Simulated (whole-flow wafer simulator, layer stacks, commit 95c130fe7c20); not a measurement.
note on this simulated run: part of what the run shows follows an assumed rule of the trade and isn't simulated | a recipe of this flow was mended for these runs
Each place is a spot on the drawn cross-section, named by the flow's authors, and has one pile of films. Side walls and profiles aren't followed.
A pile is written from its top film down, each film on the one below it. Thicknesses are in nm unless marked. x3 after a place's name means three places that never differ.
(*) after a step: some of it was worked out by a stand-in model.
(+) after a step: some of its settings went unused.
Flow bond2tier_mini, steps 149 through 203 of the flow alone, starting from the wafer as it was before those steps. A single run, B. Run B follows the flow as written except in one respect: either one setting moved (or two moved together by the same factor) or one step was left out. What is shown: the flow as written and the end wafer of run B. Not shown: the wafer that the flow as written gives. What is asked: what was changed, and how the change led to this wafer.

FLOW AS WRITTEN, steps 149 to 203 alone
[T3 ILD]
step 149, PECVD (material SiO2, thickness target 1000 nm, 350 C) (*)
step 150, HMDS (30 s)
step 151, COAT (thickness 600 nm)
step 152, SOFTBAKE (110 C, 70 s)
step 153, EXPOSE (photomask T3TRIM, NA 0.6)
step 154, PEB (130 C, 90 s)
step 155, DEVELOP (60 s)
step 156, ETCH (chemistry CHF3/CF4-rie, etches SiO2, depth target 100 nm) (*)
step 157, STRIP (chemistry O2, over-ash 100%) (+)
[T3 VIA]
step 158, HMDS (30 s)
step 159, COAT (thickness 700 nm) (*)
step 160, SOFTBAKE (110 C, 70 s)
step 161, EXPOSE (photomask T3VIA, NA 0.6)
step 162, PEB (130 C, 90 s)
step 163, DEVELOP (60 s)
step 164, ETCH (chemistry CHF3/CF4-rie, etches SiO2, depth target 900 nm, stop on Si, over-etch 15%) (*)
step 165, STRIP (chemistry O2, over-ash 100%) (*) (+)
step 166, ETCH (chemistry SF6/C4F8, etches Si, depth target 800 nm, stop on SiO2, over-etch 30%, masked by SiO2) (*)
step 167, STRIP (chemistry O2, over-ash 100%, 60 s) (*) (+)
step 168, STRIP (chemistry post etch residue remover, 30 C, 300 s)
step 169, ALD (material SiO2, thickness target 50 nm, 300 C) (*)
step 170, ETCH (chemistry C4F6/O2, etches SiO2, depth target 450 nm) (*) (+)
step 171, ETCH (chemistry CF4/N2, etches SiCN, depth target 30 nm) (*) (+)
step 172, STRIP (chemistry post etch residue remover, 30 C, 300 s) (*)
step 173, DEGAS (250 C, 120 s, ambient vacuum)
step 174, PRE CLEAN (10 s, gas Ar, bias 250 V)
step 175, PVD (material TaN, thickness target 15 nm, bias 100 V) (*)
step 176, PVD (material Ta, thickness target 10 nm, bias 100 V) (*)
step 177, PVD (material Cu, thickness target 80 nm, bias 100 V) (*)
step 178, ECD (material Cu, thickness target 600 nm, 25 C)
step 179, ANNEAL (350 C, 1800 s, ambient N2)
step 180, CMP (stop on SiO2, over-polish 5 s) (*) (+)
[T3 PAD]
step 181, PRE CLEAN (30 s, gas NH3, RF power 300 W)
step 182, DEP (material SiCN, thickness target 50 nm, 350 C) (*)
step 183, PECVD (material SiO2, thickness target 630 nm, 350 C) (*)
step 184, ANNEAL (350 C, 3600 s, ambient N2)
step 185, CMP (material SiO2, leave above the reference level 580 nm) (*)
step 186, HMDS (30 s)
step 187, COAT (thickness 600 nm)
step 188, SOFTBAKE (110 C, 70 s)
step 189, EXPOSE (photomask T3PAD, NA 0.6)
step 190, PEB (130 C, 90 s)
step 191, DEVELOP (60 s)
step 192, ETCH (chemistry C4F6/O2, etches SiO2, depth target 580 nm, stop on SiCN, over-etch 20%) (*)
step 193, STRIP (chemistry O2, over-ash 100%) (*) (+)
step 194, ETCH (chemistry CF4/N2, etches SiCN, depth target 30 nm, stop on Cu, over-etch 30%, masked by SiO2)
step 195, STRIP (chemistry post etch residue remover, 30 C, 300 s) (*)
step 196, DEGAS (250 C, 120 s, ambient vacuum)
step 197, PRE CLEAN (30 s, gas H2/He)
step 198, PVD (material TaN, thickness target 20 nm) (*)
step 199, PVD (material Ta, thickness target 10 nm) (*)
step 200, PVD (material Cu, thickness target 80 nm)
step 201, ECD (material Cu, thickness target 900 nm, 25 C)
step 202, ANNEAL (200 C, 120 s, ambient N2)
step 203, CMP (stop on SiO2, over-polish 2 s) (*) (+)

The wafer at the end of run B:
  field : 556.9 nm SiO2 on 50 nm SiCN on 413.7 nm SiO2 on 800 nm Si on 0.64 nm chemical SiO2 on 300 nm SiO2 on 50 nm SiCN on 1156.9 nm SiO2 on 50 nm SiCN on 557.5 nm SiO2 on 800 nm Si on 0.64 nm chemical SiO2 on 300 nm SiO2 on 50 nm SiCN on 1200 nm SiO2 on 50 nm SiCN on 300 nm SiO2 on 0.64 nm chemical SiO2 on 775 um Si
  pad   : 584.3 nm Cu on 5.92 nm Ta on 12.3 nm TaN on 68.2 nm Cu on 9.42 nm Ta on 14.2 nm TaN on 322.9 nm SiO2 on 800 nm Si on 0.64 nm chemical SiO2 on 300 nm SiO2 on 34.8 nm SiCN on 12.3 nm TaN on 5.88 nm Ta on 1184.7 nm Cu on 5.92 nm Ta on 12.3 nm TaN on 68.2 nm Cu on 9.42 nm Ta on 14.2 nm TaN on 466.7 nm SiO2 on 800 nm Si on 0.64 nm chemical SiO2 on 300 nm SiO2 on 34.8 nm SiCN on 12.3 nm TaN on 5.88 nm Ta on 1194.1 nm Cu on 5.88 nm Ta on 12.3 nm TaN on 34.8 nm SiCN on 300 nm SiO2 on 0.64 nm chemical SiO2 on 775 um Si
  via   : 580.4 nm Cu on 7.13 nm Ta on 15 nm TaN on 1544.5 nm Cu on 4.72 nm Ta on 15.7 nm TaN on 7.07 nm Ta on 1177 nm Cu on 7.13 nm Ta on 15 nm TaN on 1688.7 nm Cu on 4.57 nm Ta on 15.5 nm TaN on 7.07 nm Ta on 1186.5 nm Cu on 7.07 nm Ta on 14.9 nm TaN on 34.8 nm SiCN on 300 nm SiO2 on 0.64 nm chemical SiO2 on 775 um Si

Cause: step 149, PECVD: thickness target 856 nm was run, though the flow has thickness target 1000 nm.

Step by step, how the change led to this:
  step 149, PECVD (material SiO2, thickness target 1000 nm, 350 C) (*)
      field, pad, via: SiO2 gains 856 (new film) (it would be, as written: SiO2 gains 1000 (new film))
  step 164, ETCH (chemistry CHF3/CF4-rie, etches SiO2, depth target 900 nm, stop on Si, over-etch 15%) (*)
      field, pad: thick-KrF-resist loses 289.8 (it would be, as written: thick-KrF-resist loses 345)
      via: SiO2 loses 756 (all of it), Si loses 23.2 (it would be, as written: SiO2 loses 900 (all of it), Si loses 11.2)
  step 165, STRIP (chemistry O2, over-ash 100%) (*) (+)
      field: thick-KrF-resist loses 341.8 (all of it) (it would be, as written: thick-KrF-resist loses 286.6 (all of it))
      pad: thick-KrF-resist loses 428.1 (all of it) (it would be, as written: thick-KrF-resist loses 372.9 (all of it))
  step 177, PVD (material Cu, thickness target 80 nm, bias 100 V) (*)
      via: Cu gains 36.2 (new film) (it would be, as written: Cu gains 35 (new film))
  step 178, ECD (material Cu, thickness target 600 nm, 25 C)
      via: Cu gains 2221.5 (it would be, as written: Cu gains 2367)
